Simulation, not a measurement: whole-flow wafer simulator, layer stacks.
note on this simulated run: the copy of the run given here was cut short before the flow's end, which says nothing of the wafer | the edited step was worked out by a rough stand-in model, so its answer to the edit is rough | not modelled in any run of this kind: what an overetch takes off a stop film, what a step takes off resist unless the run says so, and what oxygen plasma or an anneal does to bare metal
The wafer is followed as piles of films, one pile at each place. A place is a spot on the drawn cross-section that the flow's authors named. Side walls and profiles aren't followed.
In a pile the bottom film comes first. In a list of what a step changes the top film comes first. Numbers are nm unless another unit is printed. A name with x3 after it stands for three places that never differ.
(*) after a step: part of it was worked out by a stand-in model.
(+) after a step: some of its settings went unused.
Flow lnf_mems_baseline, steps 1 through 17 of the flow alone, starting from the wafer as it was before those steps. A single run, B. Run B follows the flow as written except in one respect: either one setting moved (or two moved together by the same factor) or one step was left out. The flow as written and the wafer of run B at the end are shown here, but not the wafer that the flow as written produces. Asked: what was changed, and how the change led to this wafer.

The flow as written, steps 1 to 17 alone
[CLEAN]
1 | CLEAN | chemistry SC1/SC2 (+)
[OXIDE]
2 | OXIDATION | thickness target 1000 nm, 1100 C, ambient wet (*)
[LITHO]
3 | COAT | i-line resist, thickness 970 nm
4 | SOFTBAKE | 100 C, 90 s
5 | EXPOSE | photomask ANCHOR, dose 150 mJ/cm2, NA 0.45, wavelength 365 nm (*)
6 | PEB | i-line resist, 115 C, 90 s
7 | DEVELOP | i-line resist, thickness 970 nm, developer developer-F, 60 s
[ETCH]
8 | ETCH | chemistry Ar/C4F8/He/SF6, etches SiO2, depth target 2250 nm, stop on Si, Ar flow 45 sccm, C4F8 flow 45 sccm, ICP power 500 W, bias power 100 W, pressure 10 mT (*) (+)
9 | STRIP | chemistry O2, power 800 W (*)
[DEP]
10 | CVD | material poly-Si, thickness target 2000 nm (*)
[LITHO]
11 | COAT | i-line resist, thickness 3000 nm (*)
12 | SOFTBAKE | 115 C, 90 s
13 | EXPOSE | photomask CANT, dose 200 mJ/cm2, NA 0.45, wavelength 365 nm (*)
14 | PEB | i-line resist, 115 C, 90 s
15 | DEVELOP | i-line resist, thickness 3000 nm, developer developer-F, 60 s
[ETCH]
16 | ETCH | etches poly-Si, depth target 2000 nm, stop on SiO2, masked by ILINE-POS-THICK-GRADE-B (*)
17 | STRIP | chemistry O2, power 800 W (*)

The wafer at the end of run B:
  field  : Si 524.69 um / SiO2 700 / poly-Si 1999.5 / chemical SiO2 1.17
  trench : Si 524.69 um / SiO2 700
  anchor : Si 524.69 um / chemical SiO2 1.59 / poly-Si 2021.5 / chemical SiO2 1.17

Cause: step 2, OXIDATION: thickness target 700 nm was run, whereas the flow has thickness target 1000 nm.
One can read it off the wafer: field has SiO2 700, and step 2 as written asks for 1000 nm.

Step by step, how the change led to this:
  2 | OXIDATION | thickness target 1000 nm, 1100 C, ambient wet (*)
      field, anchor, beam, trench, char_slit: +700 SiO2 (new film), -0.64 chemical SiO2 (all of it), -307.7 Si (it would be, as written: +1000 SiO2 (new film), -0.64 chemical SiO2 (all of it), -439.7 Si)
  8 | ETCH | chemistry Ar/C4F8/He/SF6, etches SiO2, depth target 2250 nm, stop on Si, Ar flow 45 sccm, C4F8 flow 45 sccm, ICP power 500 W, bias power 100 W, pressure 10 mT (*) (+)
      field, beam, trench, char_slit: -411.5 i-line resist (it would be, as written: -561.5 i-line resist)
      anchor: -700 SiO2 (all of it) (it would be, as written: -1000 SiO2 (all of it))
  9 | STRIP | chemistry O2, power 800 W (*)
      field, beam, trench, char_slit: -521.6 i-line resist (all of it) (it would be, as written: -371.6 i-line resist (all of it))
  10 | CVD | material poly-Si, thickness target 2000 nm (*)
      anchor: +2022 poly-Si (new film) (it would be, as written: +2322 poly-Si (new film))
